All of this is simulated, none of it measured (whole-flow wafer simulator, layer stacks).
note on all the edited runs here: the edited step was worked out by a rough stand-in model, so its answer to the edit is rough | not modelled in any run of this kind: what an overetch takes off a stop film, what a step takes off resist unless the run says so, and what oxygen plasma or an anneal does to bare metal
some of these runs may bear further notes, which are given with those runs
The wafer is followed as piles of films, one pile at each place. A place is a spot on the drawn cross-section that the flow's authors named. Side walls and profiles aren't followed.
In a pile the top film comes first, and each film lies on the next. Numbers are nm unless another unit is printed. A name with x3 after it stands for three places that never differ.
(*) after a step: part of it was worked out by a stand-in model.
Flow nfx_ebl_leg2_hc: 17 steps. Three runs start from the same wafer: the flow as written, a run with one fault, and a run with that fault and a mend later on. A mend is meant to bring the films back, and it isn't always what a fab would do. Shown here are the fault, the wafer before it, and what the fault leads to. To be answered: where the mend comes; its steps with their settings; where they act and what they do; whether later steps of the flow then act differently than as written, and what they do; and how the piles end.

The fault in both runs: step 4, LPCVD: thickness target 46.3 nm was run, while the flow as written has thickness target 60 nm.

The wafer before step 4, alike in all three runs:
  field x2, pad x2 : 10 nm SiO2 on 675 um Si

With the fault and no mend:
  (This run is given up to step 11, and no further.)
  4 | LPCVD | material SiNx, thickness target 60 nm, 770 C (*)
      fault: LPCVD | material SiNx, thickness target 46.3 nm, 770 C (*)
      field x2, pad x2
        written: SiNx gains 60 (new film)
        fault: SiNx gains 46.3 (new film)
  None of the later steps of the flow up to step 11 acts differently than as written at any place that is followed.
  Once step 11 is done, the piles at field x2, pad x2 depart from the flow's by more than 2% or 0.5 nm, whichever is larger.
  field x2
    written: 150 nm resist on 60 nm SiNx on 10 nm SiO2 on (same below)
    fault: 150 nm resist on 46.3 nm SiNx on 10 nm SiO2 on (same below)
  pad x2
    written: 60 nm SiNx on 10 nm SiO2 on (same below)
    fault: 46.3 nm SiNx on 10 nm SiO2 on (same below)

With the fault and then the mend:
  The mend stands after step 5.
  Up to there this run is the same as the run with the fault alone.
  5a | ETCH | chemistry h3po4, depth target 53.24 nm
      field x2, pad x2
        SiNx loses 46.3 (all of it)
  5b | CLEAN | chemistry SC1/SC2 (the flow's step 2, run once more)
      alters no film at any place that is followed
  5c | LPCVD | material SiNx, thickness target 60 nm, 770 C (*) (the flow's step 4, run once more)
      field x2, pad x2
        SiNx gains 60 (new film)
  None of the later steps of the flow acts differently than as written at any place that is followed.
  The piles end the same as the flow's at every place that both follow.
